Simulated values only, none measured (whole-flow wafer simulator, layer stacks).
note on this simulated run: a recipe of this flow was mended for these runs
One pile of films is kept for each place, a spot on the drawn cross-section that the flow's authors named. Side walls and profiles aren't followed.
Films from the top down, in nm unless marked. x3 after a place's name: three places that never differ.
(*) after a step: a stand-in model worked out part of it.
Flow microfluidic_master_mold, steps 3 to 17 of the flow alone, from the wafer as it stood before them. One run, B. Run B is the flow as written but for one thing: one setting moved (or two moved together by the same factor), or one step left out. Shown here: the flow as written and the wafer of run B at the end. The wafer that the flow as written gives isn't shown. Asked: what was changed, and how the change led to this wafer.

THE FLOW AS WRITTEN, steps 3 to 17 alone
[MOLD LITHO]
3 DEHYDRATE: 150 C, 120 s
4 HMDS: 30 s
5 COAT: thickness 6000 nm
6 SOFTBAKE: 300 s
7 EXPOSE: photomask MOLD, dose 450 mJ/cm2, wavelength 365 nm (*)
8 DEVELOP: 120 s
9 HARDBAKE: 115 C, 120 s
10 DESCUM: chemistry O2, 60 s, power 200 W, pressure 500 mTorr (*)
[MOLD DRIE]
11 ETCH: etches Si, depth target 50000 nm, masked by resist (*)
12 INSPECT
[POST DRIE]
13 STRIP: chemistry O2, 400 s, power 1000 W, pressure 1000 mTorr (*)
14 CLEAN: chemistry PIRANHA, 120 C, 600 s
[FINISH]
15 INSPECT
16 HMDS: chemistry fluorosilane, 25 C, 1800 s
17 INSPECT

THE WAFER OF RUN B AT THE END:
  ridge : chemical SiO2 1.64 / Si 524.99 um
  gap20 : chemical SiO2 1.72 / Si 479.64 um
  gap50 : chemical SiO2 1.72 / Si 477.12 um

The cause: step 5, COAT: thickness 2400 nm was run, where the flow has thickness 6000 nm.

How the change led to this, step by step:
  5 COAT: thickness 6000 nm
      ridge, gap20, gap50, gap200 x2: thick-i-line-resist +2400 (new film) (as written it would be: thick-i-line-resist +6000 (new film))
  8 DEVELOP: 120 s
      gap20, gap50, gap200 x2: thick-i-line-resist -2400 (all of it) (as written it would be: thick-i-line-resist -6000 (all of it))
  9 HARDBAKE: 115 C, 120 s
      ridge: thick-i-line-resist -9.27 (as written it would be: thick-i-line-resist -33.5)
  11 ETCH: etches Si, depth target 50000 nm, masked by resist (*)
      gap20: chemical SiO2 -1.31 (all of it), Si -45.35 um (as written it would be: chemical SiO2 -1.31 (all of it), Si -44.81 um)
      gap50: chemical SiO2 -1.31 (all of it), Si -47.88 um (as written it would be: chemical SiO2 -1.31 (all of it), Si -47.62 um)
  13 STRIP: chemistry O2, 400 s, power 1000 W, pressure 1000 mTorr (*)
      ridge: thick-i-line-resist -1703 (all of it), chemical SiO2 +1.04, Si -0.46 (as written it would be: thick-i-line-resist -5278.7 (all of it), chemical SiO2 +0.78, Si -0.34)
